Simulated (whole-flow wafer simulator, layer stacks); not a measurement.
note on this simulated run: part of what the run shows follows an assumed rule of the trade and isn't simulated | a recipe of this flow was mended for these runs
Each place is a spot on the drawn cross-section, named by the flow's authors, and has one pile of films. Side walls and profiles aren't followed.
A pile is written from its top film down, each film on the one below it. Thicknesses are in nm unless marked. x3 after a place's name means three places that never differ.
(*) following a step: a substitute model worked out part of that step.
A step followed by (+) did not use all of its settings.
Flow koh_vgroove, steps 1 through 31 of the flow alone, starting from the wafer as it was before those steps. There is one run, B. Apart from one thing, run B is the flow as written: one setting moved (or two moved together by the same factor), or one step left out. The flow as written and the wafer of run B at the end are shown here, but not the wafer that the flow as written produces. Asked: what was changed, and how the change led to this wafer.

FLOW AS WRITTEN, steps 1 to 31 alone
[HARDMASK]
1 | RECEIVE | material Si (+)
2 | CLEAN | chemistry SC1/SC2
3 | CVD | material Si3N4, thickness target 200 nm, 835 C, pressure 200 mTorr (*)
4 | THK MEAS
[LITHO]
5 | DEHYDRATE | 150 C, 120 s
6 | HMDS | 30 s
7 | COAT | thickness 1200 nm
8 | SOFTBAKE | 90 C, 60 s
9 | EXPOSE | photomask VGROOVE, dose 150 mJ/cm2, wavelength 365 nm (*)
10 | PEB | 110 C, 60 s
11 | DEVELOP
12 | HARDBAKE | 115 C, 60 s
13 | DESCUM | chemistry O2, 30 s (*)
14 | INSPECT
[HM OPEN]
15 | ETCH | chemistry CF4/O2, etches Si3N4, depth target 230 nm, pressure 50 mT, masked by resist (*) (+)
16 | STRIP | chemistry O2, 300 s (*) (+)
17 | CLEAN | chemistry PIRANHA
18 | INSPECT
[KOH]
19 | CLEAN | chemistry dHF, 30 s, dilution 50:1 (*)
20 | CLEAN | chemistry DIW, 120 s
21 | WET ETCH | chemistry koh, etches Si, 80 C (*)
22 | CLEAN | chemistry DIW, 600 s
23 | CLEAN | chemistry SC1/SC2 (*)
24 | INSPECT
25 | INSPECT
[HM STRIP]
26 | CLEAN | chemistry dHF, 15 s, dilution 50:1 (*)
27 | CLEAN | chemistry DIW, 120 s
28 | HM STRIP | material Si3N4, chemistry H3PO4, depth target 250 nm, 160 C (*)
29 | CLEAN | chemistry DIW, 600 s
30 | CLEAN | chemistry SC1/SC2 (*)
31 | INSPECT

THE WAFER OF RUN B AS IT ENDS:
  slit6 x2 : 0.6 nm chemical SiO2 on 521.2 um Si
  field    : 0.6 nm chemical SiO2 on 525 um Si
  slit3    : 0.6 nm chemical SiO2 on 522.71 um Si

Cause: step 3, CVD: thickness target 171 nm was run, though the flow has thickness target 200 nm.

The path from the change to this, step by step:
  3 | CVD | material Si3N4, thickness target 200 nm, 835 C, pressure 200 mTorr (*)
      field, slit3, slit2, slit6 x2: Si3N4 gains 171 (new film) (it would be, as written: Si3N4 gains 200 (new film))
  15 | ETCH | chemistry CF4/O2, etches Si3N4, depth target 230 nm, pressure 50 mT, masked by resist (*) (+)
      slit3, slit2, slit6 x2: Si3N4 loses 171 (all of it), chemical SiO2 loses 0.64 (all of it), Si loses 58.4 (it would be, as written: Si3N4 loses 200 (all of it), chemical SiO2 loses 0.64 (all of it), Si loses 29.4)
  28 | HM STRIP | material Si3N4, chemistry H3PO4, depth target 250 nm, 160 C (*)
      field: Si3N4 loses 169.7 (all of it), chemical SiO2 loses 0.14, Si loses 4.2 (it would be, as written: Si3N4 loses 198.7 (all of it), chemical SiO2 loses 0.14, Si loses 2.75)
